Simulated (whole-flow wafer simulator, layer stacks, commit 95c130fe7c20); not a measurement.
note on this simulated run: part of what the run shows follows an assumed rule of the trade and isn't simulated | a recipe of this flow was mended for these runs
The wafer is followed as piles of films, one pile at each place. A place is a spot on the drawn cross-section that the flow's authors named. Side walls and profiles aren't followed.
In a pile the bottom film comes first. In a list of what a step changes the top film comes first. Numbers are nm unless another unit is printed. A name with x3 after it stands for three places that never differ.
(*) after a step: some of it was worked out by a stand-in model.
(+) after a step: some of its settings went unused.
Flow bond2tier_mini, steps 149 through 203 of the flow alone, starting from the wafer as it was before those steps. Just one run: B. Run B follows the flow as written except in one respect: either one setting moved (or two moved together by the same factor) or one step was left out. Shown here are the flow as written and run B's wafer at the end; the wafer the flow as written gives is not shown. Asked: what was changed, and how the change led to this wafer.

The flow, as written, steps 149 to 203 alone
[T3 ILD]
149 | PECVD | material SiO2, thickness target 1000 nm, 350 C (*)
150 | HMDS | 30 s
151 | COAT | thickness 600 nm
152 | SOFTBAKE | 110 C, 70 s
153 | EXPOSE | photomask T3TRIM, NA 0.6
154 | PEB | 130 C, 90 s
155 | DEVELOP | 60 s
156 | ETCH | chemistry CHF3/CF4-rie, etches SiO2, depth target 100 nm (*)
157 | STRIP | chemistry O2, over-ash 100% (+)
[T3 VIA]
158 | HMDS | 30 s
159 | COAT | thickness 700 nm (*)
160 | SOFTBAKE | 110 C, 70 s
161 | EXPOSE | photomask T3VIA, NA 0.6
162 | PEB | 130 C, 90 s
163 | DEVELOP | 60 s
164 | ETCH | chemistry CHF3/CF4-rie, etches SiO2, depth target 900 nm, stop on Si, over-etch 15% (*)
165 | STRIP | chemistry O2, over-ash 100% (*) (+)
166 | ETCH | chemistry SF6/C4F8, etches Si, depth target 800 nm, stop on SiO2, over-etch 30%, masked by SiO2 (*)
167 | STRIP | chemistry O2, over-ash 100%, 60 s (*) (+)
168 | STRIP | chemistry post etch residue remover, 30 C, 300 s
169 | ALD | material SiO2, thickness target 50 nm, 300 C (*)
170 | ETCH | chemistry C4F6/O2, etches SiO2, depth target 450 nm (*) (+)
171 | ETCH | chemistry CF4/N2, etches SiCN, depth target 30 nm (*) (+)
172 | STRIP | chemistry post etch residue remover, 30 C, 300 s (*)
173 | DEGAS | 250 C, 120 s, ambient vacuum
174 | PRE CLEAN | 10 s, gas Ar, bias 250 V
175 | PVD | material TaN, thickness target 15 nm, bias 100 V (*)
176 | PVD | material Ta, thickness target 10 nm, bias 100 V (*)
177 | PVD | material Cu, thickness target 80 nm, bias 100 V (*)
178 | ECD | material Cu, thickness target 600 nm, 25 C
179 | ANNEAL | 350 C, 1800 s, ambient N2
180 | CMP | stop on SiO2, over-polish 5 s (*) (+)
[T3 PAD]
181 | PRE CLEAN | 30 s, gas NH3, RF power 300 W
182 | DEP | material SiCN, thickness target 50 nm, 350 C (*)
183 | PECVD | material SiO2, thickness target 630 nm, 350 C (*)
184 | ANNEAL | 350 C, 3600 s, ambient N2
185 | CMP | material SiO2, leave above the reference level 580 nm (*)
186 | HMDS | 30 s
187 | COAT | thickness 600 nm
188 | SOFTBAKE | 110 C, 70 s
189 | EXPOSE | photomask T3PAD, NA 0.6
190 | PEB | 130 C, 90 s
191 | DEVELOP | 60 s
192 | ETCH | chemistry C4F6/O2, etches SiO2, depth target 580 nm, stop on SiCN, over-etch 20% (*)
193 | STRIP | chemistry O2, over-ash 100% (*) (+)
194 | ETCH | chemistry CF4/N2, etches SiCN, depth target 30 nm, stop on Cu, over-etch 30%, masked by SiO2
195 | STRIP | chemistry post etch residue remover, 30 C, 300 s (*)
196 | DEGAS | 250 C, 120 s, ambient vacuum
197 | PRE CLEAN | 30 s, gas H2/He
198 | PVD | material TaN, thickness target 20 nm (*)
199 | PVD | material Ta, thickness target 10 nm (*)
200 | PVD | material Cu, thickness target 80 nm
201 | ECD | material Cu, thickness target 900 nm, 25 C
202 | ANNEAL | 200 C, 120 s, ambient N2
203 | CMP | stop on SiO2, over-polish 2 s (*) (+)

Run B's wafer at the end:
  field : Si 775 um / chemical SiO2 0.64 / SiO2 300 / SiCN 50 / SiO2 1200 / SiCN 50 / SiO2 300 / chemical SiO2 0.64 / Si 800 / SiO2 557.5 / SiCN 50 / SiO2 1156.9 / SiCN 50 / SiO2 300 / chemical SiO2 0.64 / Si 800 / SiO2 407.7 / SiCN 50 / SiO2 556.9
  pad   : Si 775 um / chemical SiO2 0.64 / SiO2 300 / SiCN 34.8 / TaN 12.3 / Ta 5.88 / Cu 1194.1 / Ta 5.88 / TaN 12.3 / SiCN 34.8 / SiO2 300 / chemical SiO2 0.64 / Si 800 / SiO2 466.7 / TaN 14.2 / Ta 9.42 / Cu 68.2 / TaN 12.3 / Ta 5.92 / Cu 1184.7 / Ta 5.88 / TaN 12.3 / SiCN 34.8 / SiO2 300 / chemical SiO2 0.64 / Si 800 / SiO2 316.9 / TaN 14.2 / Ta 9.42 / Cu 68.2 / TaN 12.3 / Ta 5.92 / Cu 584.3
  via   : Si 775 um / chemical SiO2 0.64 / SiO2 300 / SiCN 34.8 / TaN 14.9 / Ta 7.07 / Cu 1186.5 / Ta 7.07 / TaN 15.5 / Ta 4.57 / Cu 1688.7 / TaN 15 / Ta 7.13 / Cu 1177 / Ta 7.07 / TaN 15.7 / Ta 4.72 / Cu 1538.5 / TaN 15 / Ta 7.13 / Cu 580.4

What caused this: step 149, PECVD: thickness target 850 nm was run, though the flow has thickness target 1000 nm.

The path from the change to this, step by step:
  149 | PECVD | material SiO2, thickness target 1000 nm, 350 C (*)
      field, pad, via: SiO2 gains 850 (new film) (in the flow as written it would be: SiO2 gains 1000 (new film))
  164 | ETCH | chemistry CHF3/CF4-rie, etches SiO2, depth target 900 nm, stop on Si, over-etch 15% (*)
      field, pad: thick-KrF-resist loses 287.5 (in the flow as written it would be: thick-KrF-resist loses 345)
      via: SiO2 loses 750 (all of it), Si loses 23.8 (in the flow as written it would be: SiO2 loses 900 (all of it), Si loses 11.2)
  165 | STRIP | chemistry O2, over-ash 100% (*) (+)
      field: thick-KrF-resist loses 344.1 (all of it) (in the flow as written it would be: thick-KrF-resist loses 286.6 (all of it))
      pad: thick-KrF-resist loses 430.4 (all of it) (in the flow as written it would be: thick-KrF-resist loses 372.9 (all of it))
  177 | PVD | material Cu, thickness target 80 nm, bias 100 V (*)
      via: Cu gains 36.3 (new film) (in the flow as written it would be: Cu gains 35 (new film))
  178 | ECD | material Cu, thickness target 600 nm, 25 C
      via: Cu gains 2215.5 (in the flow as written it would be: Cu gains 2367)
